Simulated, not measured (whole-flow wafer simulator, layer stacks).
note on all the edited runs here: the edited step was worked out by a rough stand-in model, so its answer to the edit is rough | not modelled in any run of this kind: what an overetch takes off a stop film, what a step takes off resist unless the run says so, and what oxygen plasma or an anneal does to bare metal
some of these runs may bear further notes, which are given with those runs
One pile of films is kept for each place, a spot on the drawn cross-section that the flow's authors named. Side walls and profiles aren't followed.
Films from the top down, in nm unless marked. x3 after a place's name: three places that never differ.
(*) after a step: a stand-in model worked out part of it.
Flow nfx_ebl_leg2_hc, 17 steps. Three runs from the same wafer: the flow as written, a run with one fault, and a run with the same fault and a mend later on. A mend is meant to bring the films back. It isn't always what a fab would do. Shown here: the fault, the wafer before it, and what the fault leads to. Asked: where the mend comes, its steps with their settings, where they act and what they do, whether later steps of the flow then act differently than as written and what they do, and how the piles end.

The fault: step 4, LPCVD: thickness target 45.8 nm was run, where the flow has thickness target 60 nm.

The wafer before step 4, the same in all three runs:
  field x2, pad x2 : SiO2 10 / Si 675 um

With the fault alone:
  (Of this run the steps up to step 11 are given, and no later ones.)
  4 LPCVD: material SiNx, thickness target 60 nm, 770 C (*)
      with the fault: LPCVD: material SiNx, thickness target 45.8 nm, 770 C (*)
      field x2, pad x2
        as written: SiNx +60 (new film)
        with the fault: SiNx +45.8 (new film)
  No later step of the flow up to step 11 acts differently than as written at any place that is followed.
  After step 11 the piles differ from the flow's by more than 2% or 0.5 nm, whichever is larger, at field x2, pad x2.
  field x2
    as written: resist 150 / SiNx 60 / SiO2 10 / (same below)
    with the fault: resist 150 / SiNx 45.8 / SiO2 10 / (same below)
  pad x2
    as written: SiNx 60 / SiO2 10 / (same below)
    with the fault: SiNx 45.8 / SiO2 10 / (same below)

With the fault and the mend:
  The mend comes after step 11.
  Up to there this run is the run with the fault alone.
  11a STRIP: resist, chemistry O2, 25 C (*)
      field x2
        resist -150 (all of it)
  11b CLEAN: chemistry SC1/SC2 (*) (the flow's step 2 once more)
      changes no film at any place that is followed
  11c LPCVD: material SiNx, thickness target 14.2 nm, 770 C (*) (the flow's step 4 once more, with other settings)
      field x2, pad x2
        SiNx +14.2
  11d DEHYDRATE: 180 C, 120 s (the flow's step 6 once more)
      changes no film at any place that is followed
  11e COAT: resist, thickness 150 nm (the flow's step 7 once more)
      field x2, pad x2
        resist +150 (new film)
  11f SOFTBAKE: resist, 150 C, 60 s (the flow's step 8 once more)
      changes no film at any place that is followed
  11g EXPOSE: PMMA, thickness 150 nm, photomask GRATING (*) (the flow's step 9 once more)
      changes no film at any place that is followed
  11h DEVELOP: resist, thickness 150 nm, developer developer-C-546, 60 s (*) (the flow's step 10 once more)
      pad x2
        resist -150 (all of it)
  No later step of the flow acts differently than as written at any place that is followed.
  At the end the piles are the same as the flow's at every place that both follow.
